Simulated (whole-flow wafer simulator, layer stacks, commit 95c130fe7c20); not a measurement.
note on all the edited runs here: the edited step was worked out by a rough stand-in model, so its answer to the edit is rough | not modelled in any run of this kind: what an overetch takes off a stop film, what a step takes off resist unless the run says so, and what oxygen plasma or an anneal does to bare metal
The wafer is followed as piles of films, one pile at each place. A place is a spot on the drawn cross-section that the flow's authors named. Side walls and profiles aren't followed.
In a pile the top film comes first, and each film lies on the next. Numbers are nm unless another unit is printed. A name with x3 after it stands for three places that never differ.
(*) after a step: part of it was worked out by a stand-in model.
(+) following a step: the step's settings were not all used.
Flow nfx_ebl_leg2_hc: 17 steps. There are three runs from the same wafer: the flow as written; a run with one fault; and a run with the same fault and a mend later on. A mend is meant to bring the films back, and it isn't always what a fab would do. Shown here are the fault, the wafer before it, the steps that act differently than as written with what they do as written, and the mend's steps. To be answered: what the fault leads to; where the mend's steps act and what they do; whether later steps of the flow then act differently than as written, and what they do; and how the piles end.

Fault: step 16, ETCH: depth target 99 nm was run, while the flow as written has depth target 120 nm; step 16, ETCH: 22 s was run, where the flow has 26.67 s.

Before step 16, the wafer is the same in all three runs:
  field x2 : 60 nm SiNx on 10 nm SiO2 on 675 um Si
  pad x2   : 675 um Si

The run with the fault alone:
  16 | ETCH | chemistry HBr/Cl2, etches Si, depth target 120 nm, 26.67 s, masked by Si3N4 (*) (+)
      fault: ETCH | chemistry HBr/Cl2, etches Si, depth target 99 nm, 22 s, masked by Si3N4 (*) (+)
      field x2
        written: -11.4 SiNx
        fault: -9.43 SiNx
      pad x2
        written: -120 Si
        fault: -99 Si
  None of the later steps of the flow acts differently than as written at any place that is followed.
  The piles end different from the flow's at field x2 by more than 2% or 0.5 nm, whichever is larger.
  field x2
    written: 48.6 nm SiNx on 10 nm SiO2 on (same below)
    fault: 50.6 nm SiNx on 10 nm SiO2 on (same below)

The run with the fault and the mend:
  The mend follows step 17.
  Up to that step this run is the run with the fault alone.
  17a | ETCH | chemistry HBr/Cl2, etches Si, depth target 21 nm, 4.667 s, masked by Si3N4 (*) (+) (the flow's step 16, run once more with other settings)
      field x2
        -2 SiNx
      pad x2
        -21 Si
  None of the later steps of the flow acts differently than as written at any place that is followed.
  At every place that both follow, the piles at the end match the flow's.
